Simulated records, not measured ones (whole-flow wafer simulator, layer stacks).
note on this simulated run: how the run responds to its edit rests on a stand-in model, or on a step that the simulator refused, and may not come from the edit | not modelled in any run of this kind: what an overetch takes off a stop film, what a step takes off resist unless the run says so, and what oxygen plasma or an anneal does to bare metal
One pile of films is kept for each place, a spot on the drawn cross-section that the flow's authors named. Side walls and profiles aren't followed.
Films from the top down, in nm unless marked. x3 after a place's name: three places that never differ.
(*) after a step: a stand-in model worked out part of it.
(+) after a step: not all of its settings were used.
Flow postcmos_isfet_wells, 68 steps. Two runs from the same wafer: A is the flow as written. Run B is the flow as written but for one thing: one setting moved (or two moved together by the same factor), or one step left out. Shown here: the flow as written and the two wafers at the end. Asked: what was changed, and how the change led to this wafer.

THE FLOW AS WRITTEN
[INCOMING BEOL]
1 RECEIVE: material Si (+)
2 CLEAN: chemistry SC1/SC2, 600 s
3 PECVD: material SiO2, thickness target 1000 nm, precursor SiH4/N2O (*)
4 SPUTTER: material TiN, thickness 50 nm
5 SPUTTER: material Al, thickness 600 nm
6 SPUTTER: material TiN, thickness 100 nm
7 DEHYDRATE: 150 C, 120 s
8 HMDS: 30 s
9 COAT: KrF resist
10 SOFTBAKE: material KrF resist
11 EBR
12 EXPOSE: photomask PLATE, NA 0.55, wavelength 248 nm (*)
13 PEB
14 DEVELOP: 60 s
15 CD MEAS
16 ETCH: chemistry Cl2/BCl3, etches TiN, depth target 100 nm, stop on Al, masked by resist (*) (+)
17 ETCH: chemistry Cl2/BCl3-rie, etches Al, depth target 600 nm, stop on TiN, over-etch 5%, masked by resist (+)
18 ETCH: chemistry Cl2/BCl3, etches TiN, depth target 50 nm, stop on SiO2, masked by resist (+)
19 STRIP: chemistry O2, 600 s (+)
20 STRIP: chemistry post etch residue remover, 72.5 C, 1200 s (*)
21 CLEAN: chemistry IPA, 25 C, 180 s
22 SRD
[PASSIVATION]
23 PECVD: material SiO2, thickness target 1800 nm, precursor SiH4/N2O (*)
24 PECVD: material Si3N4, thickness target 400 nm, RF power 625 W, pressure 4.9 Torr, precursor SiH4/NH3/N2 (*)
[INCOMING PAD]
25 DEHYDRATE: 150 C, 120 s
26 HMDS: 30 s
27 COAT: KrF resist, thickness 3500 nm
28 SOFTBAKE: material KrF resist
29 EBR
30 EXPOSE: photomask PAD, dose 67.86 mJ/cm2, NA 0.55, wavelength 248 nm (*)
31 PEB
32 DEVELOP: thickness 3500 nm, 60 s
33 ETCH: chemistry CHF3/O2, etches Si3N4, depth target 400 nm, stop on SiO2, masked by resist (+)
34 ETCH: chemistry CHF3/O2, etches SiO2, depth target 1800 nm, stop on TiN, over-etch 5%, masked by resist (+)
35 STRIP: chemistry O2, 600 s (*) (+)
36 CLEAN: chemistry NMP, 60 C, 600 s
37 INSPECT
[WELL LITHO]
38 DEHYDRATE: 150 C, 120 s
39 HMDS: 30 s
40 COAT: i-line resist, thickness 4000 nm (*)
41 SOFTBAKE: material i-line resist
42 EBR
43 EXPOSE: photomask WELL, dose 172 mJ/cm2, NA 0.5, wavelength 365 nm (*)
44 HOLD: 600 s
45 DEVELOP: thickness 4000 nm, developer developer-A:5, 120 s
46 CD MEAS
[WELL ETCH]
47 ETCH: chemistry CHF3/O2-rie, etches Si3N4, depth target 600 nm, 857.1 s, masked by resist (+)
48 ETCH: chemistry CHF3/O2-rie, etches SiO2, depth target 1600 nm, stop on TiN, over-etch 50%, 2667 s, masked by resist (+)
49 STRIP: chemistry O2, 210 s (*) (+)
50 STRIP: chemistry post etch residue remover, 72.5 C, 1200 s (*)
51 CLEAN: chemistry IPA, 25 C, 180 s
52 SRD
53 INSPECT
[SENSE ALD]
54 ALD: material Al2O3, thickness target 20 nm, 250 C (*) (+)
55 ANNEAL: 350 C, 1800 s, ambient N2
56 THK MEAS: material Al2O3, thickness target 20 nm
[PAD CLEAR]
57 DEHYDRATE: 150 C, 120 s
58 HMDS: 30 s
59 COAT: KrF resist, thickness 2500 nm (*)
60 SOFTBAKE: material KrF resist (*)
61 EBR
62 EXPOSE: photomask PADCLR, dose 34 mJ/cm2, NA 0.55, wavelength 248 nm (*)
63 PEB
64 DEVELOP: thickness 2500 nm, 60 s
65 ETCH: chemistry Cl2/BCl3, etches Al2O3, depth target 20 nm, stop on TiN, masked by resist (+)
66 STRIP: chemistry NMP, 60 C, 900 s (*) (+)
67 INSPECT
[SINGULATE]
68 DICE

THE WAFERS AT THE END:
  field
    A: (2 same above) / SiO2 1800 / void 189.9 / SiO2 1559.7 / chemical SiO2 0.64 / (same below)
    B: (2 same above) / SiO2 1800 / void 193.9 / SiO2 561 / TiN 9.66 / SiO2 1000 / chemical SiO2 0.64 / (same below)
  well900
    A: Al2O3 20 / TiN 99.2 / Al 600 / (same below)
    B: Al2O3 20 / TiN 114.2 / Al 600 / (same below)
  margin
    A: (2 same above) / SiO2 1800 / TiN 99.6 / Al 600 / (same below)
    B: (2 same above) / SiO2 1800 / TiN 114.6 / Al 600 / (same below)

The cause: step 6, SPUTTER: thickness 115 nm was run, where the flow has thickness 100 nm.

How the change led to this, step by step:
  6 SPUTTER: material TiN, thickness 100 nm
      field, margin, well900 and 6 more: A TiN +100 (new film) | B TiN +115 (new film)
  16 ETCH: chemistry Cl2/BCl3, etches TiN, depth target 100 nm, stop on Al, masked by resist (*) (+)
      field: A TiN -100 (all of it) | B TiN -100
  17 ETCH: chemistry Cl2/BCl3-rie, etches Al, depth target 600 nm, stop on TiN, over-etch 5%, masked by resist (+)
      field: A Al -600 (all of it) | B TiN -15 (all of it), Al -576
  18 ETCH: chemistry Cl2/BCl3, etches TiN, depth target 50 nm, stop on SiO2, masked by resist (+)
      field: A TiN -50 (all of it) | B Al -24 (all of it), TiN -39.9
  23 PECVD: material SiO2, thickness target 1800 nm, precursor SiH4/N2O (*)
      field: A SiO2 +1800 (new film), void +189.9 (new film), SiO2 +559.7 | B SiO2 +1800 (new film), void +193.9 (new film), SiO2 +561 (new film)
Counting metal films that touch as one body, field has 1 body; the flow as written gives 0 bodies.
